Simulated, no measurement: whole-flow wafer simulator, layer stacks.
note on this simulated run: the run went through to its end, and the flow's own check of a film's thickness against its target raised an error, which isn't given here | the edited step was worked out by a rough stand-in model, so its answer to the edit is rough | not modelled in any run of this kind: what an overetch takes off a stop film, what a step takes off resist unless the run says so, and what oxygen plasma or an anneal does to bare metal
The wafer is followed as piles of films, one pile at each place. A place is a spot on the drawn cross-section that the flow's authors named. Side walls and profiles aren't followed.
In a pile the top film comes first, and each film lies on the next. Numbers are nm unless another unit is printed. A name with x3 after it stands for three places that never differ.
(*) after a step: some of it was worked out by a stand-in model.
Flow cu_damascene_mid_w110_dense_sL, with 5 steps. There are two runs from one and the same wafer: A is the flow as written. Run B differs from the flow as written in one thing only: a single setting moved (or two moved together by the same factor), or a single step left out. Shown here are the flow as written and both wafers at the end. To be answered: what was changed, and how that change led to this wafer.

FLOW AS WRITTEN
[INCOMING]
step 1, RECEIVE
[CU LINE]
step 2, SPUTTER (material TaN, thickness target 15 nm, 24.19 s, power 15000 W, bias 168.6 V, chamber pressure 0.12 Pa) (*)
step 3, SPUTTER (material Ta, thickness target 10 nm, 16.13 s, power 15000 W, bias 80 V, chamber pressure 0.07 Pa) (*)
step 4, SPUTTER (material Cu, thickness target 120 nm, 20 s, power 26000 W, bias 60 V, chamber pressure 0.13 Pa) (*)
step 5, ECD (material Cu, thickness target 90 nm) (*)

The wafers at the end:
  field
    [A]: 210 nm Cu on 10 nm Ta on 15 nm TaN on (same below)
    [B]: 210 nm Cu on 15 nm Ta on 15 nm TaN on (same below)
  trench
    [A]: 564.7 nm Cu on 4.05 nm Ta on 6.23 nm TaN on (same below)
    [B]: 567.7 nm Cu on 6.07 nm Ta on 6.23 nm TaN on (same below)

What caused this: step 3, SPUTTER: thickness target 15 nm was run, though the flow has thickness target 10 nm; step 3, SPUTTER: 24.2 s was run, where the flow has 16.13 s.
The wafer itself shows it: field has Ta 15, and step 3 as written asks for 10 nm.

The path from the change to this, step by step:
  step 3, SPUTTER (material Ta, thickness target 10 nm, 16.13 s, power 15000 W, bias 80 V, chamber pressure 0.07 Pa) (*)
      field: A +10 Ta (new film) | B +15 Ta (new film)
      trench: A +4.05 Ta (new film) | B +6.07 Ta (new film)
